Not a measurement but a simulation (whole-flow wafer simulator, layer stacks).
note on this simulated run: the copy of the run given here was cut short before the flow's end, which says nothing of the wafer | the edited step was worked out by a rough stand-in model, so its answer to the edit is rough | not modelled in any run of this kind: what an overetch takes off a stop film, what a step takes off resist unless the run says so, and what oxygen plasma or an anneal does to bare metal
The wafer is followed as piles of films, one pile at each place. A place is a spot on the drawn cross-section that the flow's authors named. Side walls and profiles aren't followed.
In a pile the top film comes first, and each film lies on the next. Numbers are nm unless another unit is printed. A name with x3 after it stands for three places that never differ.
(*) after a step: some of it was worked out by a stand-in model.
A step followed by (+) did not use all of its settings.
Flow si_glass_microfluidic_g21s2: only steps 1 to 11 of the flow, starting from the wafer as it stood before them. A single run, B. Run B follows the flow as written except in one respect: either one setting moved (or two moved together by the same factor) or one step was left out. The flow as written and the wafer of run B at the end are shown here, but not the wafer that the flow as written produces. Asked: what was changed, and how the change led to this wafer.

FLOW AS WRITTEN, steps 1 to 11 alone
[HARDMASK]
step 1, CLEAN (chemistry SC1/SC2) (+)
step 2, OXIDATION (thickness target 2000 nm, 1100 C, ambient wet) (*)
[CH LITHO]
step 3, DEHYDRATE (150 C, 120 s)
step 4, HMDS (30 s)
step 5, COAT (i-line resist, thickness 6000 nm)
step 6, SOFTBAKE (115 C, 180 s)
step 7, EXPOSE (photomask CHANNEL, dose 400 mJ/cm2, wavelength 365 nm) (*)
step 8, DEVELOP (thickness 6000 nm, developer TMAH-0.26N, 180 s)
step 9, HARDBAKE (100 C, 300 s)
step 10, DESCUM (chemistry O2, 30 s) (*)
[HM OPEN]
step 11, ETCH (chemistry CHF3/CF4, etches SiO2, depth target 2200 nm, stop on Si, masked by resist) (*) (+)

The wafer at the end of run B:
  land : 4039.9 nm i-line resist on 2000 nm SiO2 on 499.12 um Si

What caused this: step 11, ETCH: depth target 2310 nm was run, whereas the flow has depth target 2200 nm.

Step by step, how the change led to this:
  step 11, ETCH (chemistry CHF3/CF4, etches SiO2, depth target 2200 nm, stop on Si, masked by resist) (*) (+)
      land: -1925 i-line resist (it would be, as written: -1833.3 i-line resist)
